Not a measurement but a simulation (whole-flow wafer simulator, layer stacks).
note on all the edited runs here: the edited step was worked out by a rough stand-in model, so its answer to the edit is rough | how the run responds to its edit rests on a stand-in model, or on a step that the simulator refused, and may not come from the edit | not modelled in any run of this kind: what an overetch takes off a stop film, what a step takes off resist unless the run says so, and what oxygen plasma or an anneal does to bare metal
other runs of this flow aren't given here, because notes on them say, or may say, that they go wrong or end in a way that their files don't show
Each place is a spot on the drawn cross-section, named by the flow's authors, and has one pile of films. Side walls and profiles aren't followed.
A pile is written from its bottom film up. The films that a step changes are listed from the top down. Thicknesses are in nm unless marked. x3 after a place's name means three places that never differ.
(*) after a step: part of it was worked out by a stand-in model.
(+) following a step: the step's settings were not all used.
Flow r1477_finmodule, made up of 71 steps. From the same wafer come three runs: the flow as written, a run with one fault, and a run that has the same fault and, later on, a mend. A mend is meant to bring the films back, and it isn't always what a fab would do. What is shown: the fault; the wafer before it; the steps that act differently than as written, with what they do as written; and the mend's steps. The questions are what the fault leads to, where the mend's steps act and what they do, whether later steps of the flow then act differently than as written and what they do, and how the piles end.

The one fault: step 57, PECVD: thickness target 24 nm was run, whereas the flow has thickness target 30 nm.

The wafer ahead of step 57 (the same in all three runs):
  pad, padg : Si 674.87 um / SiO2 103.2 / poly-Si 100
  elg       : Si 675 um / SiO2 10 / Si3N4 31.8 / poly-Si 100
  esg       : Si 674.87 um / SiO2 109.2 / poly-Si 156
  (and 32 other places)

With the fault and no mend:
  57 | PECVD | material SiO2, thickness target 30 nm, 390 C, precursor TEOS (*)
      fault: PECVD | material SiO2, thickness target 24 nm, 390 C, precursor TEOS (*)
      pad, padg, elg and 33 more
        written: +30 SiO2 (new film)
        fault: +24 SiO2 (new film)
  Steps later in the flow that act otherwise than as written (1 more step, not shown, differs only slightly: by at most 2% or 0.5 nm, whichever is larger):
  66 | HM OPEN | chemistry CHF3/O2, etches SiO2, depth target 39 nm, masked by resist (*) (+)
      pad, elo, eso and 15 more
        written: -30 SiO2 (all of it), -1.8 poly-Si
        fault: -24 SiO2 (all of it), -2.4 poly-Si
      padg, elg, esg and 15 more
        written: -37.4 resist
        fault: -34.5 resist
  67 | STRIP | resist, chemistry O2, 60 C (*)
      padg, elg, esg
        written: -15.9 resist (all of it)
        fault: -18.8 resist (all of it)
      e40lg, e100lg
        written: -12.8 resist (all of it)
        fault: -15.6 resist (all of it)
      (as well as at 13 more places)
  The piles end different from the flow's at padg, elg, esg and 15 more by more than 2% or 0.5 nm, whichever is larger.
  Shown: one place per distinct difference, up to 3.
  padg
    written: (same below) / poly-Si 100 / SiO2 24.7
    fault: (same below) / poly-Si 100 / SiO2 18.7
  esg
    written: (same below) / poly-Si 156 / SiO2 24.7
    fault: (same below) / poly-Si 156 / SiO2 18.7
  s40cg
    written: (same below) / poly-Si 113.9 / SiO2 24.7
    fault: (same below) / poly-Si 113.9 / SiO2 18.7

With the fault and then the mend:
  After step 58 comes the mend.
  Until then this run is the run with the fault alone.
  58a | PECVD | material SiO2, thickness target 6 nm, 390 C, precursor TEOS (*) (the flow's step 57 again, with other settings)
      pad, padg, elg and 33 more
        +6 SiO2
  None of the later steps of the flow acts differently than as written at any place that is followed.
  By the end, the piles equal the flow's at every place that both follow.
